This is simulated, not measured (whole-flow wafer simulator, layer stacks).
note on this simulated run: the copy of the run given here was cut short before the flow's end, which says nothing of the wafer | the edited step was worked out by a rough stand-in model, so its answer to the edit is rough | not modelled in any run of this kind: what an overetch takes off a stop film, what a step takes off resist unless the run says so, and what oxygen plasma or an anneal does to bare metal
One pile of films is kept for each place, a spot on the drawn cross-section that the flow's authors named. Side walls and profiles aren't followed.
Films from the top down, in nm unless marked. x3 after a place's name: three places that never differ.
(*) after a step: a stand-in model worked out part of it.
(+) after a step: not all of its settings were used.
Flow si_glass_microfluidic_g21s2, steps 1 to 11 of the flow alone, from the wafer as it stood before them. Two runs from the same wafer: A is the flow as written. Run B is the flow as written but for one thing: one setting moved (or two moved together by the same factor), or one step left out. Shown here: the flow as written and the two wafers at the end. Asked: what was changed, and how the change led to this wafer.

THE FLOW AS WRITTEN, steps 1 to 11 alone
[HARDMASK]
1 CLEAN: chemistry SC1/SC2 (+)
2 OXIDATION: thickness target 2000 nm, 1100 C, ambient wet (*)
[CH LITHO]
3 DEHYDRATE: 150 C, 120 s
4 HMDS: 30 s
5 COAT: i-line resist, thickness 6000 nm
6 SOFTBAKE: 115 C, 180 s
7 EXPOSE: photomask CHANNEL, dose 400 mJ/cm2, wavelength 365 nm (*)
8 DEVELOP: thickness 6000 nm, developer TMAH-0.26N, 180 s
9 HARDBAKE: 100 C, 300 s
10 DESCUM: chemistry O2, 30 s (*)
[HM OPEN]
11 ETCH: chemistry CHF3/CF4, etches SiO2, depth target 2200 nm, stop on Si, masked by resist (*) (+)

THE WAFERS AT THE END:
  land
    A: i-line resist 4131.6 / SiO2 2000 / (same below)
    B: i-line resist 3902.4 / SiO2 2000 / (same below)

The cause: step 11, ETCH: depth target 2475 nm was run, where the flow has depth target 2200 nm.

How the change led to this, step by step:
  11 ETCH: chemistry CHF3/CF4, etches SiO2, depth target 2200 nm, stop on Si, masked by resist (*) (+)
      land: A i-line resist -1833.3 | B i-line resist -2062.5
